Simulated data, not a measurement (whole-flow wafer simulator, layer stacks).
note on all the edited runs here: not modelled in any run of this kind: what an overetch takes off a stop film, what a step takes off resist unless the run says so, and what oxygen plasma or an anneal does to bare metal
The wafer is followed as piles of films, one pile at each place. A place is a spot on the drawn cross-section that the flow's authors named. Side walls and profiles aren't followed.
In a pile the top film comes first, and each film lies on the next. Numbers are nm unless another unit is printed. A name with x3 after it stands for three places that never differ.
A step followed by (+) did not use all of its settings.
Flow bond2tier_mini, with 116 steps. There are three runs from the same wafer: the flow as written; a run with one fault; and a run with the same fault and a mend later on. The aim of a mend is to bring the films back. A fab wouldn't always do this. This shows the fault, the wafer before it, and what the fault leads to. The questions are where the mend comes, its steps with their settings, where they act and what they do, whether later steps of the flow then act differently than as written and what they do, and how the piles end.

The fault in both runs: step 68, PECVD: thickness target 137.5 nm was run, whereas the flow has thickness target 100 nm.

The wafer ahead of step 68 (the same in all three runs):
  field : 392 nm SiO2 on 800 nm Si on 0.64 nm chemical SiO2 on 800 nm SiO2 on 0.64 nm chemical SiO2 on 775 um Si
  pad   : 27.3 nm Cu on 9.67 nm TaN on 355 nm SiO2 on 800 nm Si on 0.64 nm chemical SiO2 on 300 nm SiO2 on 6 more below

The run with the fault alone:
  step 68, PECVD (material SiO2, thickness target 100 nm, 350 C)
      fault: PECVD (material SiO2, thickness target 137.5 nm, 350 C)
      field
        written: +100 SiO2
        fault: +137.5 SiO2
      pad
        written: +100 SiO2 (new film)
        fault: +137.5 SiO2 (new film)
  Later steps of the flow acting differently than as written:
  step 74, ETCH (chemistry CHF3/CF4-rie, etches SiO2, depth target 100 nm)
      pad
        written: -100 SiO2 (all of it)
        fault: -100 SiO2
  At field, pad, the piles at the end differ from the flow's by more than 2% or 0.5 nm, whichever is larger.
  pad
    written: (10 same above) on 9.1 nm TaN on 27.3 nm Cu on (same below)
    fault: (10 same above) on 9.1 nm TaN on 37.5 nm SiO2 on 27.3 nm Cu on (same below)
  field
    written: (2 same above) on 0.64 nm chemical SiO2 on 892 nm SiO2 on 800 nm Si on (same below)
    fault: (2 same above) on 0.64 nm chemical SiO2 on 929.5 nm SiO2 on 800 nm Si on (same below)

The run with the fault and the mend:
  The mend follows step 73.
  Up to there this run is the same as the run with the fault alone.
  step 73a, STRIP (chemistry O2, over-ash 100%) (+)
      field
        -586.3 KrF resist (all of it)
  step 73b, ETCH (chemistry CHF3/CF4-rie, etches SiO2, depth target 37.5 nm) (the flow's step 62, run once more with other settings)
      field, pad
        -37.5 SiO2
  step 73c, COAT (KrF resist, thickness 600 nm) (the flow's step 69, run once more)
      field, pad
        +600 KrF resist (new film)
  step 73d, SOFTBAKE (KrF resist) (the flow's step 70, run once more)
      does not change any film at any place that is followed
  step 73e, EXPOSE (photomask T2PAD, NA 0.6) (the flow's step 71, run once more)
      does not change any film at any place that is followed
  step 73f, PEB (KrF resist) (the flow's step 72, run once more)
      does not change any film at any place that is followed
  step 73g, DEVELOP (developer TMAH-0.26N, 60 s) (the flow's step 73, run once more)
      field
        -13.7 KrF resist
      pad
        -600 KrF resist (all of it)
  None of the later steps of the flow acts differently than as written at any place that is followed.
  At every place that both follow, the piles at the end match the flow's.
